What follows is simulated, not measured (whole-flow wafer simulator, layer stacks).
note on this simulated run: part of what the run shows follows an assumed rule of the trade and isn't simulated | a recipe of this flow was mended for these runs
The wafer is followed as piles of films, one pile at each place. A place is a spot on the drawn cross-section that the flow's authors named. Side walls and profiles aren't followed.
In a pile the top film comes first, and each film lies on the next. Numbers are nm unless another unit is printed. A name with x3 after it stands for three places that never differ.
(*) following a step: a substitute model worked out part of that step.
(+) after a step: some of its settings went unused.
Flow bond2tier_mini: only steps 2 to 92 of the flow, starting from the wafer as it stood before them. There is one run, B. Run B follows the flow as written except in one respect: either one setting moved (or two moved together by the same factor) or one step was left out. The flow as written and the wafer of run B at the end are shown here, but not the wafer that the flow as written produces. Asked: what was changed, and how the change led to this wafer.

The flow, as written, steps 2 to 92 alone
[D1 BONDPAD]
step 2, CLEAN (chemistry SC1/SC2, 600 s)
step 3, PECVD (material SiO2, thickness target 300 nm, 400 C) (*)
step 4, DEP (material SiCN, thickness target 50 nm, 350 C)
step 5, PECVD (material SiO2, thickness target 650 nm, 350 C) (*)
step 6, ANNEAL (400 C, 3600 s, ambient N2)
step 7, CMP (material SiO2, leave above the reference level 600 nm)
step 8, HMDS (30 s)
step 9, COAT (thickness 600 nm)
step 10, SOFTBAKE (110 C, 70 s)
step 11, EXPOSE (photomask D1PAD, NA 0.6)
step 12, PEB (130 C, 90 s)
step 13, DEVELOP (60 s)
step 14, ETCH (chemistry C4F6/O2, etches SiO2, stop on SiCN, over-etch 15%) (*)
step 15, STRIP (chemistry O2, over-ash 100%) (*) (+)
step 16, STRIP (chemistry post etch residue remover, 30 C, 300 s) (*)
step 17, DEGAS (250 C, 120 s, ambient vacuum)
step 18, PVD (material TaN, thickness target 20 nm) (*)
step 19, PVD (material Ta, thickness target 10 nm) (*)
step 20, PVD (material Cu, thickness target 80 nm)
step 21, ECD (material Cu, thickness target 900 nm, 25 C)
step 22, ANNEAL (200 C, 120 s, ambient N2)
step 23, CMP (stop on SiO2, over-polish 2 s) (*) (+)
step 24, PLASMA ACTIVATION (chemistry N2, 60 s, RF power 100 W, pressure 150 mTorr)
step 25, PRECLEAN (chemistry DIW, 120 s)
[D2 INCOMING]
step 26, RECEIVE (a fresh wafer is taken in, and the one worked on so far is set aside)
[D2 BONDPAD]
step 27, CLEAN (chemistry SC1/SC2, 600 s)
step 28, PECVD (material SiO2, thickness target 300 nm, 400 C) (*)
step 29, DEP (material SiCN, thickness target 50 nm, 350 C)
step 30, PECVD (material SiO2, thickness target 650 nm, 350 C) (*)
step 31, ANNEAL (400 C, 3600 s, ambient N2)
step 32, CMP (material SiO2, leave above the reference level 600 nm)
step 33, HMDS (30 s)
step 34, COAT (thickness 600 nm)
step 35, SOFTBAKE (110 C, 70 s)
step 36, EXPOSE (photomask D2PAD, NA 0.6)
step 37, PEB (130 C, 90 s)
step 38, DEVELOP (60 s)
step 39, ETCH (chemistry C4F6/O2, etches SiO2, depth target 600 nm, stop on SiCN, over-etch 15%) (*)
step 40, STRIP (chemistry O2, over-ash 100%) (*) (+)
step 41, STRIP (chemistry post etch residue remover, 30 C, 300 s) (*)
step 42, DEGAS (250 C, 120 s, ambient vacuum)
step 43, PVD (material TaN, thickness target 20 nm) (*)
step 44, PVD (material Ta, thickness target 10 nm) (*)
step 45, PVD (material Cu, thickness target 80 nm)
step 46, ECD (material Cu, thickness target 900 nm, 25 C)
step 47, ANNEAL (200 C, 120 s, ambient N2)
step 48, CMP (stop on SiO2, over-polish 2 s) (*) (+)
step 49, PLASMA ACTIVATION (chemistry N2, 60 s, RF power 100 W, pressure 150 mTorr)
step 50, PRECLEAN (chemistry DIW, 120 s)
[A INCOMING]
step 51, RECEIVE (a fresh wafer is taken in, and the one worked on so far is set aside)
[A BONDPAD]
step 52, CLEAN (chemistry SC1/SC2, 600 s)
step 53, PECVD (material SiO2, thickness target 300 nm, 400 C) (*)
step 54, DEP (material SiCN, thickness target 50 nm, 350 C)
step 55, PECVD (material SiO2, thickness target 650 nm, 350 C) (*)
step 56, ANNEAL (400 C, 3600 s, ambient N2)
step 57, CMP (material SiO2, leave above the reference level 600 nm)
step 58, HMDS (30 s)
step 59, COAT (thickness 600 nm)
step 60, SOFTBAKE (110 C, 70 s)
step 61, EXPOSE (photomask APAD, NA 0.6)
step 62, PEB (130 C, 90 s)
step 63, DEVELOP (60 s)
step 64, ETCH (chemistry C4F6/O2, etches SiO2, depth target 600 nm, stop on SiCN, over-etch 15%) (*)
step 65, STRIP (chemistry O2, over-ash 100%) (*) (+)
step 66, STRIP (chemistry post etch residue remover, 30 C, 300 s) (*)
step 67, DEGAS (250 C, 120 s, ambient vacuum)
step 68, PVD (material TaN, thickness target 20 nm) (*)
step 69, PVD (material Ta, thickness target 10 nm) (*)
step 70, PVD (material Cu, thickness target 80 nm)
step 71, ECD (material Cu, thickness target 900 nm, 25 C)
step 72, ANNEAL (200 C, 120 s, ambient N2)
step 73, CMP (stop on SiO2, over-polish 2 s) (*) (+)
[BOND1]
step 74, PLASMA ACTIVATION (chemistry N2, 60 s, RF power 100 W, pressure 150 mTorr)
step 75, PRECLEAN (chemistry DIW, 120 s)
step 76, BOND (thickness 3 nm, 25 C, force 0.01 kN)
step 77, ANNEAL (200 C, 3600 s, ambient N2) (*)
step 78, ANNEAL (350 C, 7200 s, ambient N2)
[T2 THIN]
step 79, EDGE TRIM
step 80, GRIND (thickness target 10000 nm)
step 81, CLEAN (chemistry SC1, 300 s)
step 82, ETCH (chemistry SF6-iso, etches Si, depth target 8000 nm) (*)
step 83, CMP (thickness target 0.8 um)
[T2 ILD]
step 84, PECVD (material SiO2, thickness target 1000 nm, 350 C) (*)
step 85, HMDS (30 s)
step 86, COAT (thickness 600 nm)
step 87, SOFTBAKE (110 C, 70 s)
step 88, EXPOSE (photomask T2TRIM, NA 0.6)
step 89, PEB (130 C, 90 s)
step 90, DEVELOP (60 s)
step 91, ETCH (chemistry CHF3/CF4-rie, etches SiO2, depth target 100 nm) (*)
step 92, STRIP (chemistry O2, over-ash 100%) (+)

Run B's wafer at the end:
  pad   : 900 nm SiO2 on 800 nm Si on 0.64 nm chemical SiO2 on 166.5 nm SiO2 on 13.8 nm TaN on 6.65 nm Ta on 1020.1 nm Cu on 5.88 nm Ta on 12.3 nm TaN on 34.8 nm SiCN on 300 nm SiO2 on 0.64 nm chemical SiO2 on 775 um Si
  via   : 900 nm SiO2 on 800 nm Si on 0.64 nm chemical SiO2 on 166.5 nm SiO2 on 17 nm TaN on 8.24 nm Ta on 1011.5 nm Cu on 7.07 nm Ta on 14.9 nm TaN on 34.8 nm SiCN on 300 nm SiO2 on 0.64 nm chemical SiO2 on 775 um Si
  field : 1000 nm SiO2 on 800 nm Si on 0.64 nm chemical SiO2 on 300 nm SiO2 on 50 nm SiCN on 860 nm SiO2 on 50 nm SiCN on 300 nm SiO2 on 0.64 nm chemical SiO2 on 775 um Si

Cause: step 5, PECVD: thickness target 260 nm was run, while the flow as written has thickness target 650 nm.

Step by step, how the change led to this:
  step 5, PECVD (material SiO2, thickness target 650 nm, 350 C) (*)
      field, pad, via: +260 SiO2 (new film) (in the flow as written it would be: +650 SiO2 (new film))
  step 7, CMP (material SiO2, leave above the reference level 600 nm)
      field, pad, via: nothing (in the flow as written it would be: -50 SiO2)
  step 14, ETCH (chemistry C4F6/O2, etches SiO2, stop on SiCN, over-etch 15%) (*)
      pad, via: -260 SiO2 (all of it), -50 SiCN (all of it), -133.5 SiO2 (in the flow as written it would be: -600 SiO2 (all of it), -15.2 SiCN)
      field: -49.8 thick-KrF-resist (in the flow as written it would be: -115 thick-KrF-resist)
  step 15, STRIP (chemistry O2, over-ash 100%) (*) (+)
      field: -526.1 thick-KrF-resist (all of it) (in the flow as written it would be: -460.9 thick-KrF-resist (all of it))
  step 18, PVD (material TaN, thickness target 20 nm) (*)
      pad: +13.8 TaN (new film) (in the flow as written it would be: +12.3 TaN (new film))
      via: +17 TaN (new film) (in the flow as written it would be: +14.9 TaN (new film))
  step 19, PVD (material Ta, thickness target 10 nm) (*)
      pad: +6.65 Ta (new film) (in the flow as written it would be: +5.88 Ta (new film))
      via: +8.24 Ta (new film) (in the flow as written it would be: +7.07 Ta (new film))
  step 20, PVD (material Cu, thickness target 80 nm)
      pad: +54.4 Cu (new film) (in the flow as written it would be: +48.4 Cu (new film))
      via: +67.7 Cu (new film) (in the flow as written it would be: +59 Cu (new film))
  step 21, ECD (material Cu, thickness target 900 nm, 25 C)
      pad: +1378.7 Cu (in the flow as written it would be: +1558.7 Cu)
      via: +1360.6 Cu (in the flow as written it would be: +1544.3 Cu)
  step 76, BOND (thickness 3 nm, 25 C, force 0.01 kN)
      pad: +775 um Si (new film), +0.64 chemical SiO2 (new film), +166.5 SiO2 (new film), +13.8 TaN (new film), +6.65 Ta (new film), +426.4 Cu (in the flow as written it would be: +775 um Si (new film), +0.64 chemical SiO2 (new film), +300 SiO2 (new film), +34.8 SiCN (new film), +12.3 TaN (new film), +5.88 Ta (new film), +600.4 Cu)
      via: +775 um Si (new film), +0.64 chemical SiO2 (new film), +166.5 SiO2 (new film), +17 TaN (new film), +8.24 Ta (new film), +421.6 Cu (in the flow as written it would be: +775 um Si (new film), +0.64 chemical SiO2 (new film), +300 SiO2 (new film), +34.8 SiCN (new film), +14.9 TaN (new film), +7.07 Ta (new film), +596.6 Cu)
      (and at 1 other place as well)
